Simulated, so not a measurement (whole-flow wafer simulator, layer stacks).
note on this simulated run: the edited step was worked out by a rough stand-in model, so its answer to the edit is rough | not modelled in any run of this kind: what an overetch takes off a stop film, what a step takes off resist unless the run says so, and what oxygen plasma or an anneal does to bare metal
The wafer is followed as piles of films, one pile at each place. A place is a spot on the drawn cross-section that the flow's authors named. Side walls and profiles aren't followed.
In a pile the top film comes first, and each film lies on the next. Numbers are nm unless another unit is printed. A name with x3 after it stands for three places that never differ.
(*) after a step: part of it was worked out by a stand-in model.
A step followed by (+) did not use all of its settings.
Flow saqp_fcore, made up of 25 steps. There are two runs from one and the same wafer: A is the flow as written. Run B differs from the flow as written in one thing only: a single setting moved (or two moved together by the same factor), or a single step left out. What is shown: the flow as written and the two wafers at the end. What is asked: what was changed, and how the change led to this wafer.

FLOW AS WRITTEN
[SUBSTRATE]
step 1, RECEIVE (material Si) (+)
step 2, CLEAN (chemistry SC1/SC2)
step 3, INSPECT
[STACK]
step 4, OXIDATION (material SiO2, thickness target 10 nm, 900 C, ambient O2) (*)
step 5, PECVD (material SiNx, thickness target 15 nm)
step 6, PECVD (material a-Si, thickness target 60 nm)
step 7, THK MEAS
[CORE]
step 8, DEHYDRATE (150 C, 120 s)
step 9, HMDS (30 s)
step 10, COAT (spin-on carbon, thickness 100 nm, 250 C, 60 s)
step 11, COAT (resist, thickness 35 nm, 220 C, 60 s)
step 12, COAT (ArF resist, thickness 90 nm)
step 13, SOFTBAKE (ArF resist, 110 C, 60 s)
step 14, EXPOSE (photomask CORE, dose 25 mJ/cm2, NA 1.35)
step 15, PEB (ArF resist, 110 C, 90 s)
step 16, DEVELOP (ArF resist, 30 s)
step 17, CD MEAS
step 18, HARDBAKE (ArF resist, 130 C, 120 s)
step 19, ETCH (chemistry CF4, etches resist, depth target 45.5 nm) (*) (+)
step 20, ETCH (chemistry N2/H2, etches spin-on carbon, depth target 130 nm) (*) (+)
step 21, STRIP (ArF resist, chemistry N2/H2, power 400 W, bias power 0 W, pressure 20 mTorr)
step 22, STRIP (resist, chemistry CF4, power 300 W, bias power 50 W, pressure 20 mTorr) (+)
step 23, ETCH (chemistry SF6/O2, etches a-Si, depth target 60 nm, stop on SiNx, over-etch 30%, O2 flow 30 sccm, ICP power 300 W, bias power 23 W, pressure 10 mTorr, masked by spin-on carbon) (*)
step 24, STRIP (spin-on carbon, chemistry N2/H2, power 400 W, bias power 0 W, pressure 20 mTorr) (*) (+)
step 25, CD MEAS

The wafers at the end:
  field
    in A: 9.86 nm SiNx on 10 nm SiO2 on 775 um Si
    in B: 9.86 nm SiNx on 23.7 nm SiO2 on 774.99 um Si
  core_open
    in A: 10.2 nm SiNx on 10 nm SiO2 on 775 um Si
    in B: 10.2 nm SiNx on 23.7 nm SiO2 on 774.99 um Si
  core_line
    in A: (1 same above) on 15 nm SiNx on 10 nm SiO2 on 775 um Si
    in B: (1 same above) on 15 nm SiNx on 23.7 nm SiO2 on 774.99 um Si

The reason: step 4, OXIDATION: 990 C was run, though the flow has 900 C.

Step by step, how the change led to this:
  step 4, OXIDATION (material SiO2, thickness target 10 nm, 900 C, ambient O2) (*)
      field, core_open, core_line: A +10 SiO2 (new film), -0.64 chemical SiO2 (all of it), -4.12 Si | B +23.7 SiO2 (new film), -0.64 chemical SiO2 (all of it), -10.1 Si
